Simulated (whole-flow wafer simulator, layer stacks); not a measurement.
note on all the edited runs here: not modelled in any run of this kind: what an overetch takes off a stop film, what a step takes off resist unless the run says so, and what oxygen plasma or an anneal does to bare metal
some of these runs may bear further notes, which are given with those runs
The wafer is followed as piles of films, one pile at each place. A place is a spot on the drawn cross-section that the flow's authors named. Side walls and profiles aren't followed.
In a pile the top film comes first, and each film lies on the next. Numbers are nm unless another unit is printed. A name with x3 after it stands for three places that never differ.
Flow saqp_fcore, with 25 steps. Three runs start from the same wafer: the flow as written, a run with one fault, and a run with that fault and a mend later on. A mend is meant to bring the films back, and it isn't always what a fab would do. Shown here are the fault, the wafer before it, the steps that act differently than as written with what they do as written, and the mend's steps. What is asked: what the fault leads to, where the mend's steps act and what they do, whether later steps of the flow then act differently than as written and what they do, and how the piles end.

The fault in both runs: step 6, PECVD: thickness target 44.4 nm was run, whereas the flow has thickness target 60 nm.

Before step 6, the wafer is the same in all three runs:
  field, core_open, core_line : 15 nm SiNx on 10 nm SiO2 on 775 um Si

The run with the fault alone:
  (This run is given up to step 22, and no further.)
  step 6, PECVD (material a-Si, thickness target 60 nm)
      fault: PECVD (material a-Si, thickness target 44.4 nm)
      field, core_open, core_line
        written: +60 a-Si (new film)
        fault: +44.4 a-Si (new film)
  Later steps of the flow up to step 22 that are run all act as written at every place that is followed.
  Once step 22 is done, the piles at field, core_open, core_line depart from the flow's by more than 2% or 0.5 nm, whichever is larger.
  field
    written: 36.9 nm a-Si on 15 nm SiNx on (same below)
    fault: 21.3 nm a-Si on 15 nm SiNx on (same below)
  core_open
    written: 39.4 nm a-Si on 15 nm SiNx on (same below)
    fault: 23.8 nm a-Si on 15 nm SiNx on (same below)
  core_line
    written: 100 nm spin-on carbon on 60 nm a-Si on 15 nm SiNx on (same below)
    fault: 100 nm spin-on carbon on 44.4 nm a-Si on 15 nm SiNx on (same below)

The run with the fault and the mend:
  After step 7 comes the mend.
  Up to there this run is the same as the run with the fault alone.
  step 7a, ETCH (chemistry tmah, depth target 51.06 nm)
      field, core_open, core_line
        -44.4 a-Si (all of it)
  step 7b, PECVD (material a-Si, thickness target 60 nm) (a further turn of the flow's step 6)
      field, core_open, core_line
        +60 a-Si (new film)
  Later steps of the flow that are run all act as written at every place that is followed.
  At every place that both follow, the piles at the end match the flow's.
